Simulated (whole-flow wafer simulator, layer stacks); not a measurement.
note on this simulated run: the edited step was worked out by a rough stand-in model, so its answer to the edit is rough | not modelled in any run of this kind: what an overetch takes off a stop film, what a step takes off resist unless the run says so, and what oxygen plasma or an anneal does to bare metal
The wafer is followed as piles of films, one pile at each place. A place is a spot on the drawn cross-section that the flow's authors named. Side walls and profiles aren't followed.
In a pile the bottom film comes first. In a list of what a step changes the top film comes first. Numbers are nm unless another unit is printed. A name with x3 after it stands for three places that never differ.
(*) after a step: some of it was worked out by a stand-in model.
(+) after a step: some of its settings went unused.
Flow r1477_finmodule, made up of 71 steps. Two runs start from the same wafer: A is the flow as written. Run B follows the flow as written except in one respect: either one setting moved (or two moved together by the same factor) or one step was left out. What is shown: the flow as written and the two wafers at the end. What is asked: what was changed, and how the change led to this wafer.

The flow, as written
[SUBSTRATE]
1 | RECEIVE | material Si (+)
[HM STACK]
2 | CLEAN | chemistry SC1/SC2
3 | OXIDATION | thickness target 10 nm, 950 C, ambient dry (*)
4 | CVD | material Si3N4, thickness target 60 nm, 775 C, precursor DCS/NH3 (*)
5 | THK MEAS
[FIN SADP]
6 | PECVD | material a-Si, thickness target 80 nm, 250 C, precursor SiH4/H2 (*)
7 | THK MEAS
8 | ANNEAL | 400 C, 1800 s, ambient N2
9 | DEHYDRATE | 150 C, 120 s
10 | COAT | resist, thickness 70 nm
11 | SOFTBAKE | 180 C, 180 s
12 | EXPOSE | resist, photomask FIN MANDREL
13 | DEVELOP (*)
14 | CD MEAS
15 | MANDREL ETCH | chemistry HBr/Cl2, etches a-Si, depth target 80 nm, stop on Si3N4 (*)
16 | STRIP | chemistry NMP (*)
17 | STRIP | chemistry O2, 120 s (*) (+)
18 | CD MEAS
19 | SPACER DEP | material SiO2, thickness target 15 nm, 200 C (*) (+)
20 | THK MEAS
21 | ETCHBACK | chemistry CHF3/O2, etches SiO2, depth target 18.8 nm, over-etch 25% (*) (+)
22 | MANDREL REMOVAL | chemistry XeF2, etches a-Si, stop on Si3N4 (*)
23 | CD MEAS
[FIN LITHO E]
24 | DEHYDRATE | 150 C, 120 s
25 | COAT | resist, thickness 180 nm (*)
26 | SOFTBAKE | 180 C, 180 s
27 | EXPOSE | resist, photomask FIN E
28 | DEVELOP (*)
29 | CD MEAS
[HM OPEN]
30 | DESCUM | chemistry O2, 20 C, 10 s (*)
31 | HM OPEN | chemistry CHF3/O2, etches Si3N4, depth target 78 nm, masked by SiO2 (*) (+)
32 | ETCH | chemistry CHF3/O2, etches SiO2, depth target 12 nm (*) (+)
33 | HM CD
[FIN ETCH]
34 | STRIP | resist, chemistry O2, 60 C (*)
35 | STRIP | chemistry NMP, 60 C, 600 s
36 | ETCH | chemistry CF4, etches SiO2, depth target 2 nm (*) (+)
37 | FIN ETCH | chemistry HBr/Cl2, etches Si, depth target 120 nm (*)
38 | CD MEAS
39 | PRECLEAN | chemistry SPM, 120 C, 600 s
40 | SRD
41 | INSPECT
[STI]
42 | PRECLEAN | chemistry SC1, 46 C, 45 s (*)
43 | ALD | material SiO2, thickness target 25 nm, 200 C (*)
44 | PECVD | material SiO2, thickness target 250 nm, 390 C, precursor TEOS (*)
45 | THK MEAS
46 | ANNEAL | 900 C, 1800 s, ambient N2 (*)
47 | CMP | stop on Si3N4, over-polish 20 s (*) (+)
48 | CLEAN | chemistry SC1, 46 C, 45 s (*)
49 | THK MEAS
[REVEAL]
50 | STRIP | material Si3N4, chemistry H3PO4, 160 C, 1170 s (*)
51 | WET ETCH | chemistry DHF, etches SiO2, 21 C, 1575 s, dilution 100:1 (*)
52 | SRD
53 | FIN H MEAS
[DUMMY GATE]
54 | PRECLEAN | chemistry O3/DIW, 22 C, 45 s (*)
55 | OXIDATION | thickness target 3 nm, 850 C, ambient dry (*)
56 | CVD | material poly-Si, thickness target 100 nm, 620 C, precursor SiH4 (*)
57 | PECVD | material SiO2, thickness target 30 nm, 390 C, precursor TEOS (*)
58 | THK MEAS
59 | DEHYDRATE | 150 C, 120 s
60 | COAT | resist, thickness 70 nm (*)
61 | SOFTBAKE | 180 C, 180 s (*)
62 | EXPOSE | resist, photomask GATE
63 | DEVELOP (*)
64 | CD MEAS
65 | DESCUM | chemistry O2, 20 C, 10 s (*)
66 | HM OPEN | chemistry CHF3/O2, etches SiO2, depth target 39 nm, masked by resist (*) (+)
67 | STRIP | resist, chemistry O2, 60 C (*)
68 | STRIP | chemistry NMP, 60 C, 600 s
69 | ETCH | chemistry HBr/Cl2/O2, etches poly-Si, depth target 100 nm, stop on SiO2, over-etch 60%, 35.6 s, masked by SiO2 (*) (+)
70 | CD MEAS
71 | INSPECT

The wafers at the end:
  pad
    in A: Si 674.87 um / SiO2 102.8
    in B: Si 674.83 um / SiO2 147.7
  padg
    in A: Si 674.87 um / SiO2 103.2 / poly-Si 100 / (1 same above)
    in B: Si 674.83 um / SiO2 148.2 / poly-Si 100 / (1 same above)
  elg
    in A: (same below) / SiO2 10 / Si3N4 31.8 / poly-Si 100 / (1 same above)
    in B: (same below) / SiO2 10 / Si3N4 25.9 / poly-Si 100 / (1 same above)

The reason: step 37, FIN ETCH: depth target 165 nm was run, whereas the flow has depth target 120 nm.

Step by step, how the change led to this:
  37 | FIN ETCH | chemistry HBr/Cl2, etches Si, depth target 120 nm (*)
      pad, padg, esg and 19 more: A -120 Si | B -165 Si
      elg, e40lg, e100lg, e200lg, elo, e40lo, e100lo, e200lo: A -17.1 Si3N4 | B -23.6 Si3N4
      (also at 6 further places)
  43 | ALD | material SiO2, thickness target 25 nm, 200 C (*)
      s40cg, s45cg, s50cg, s40co, s45co, s50co: A +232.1 SiO2 (new film) | B +273.6 SiO2 (new film)
      esg: A +194.3 SiO2 (new film) | B +232.8 SiO2 (new film)
  47 | CMP | stop on Si3N4, over-polish 20 s (*) (+)
      pad, padg, e40sg and 11 more: A -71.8 SiO2 | B -26.8 SiO2
      elg, esg, e40lg and 6 more: A -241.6 SiO2 | B -235.2 SiO2
      (also at 1 further place)
  51 | WET ETCH | chemistry DHF, etches SiO2, 21 C, 1575 s, dilution 100:1 (*)
      elg, e40lg, e100lg, e200lg, elo, e40lo, e100lo, e200lo: A -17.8 SiO2 (all of it), -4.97 Si3N4 | B -24.3 SiO2 (all of it), -4.45 Si3N4
  56 | CVD | material poly-Si, thickness target 100 nm, 620 C, precursor SiH4 (*)
      esg: A +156 poly-Si (new film) | B +150.2 poly-Si (new film)
  60 | COAT | resist, thickness 70 nm (*)
      e40sg, eso, e40so: A +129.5 resist (new film) | B +123.9 resist (new film)
      e100sg, e100so: A +129.4 resist (new film) | B +123.9 resist (new film)
      (also at 2 further places)
  63 | DEVELOP (*)
      eso, e40so: A -129.5 resist (all of it) | B -123.9 resist (all of it)
      e100so: A -129.4 resist (all of it) | B -123.9 resist (all of it)
      (also at 1 further place)
  67 | STRIP | resist, chemistry O2, 60 C (*)
      e40sg: A -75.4 resist (all of it) | B -69.8 resist (all of it)
      e100sg: A -75.3 resist (all of it) | B -69.8 resist (all of it)
      (also at 1 further place)
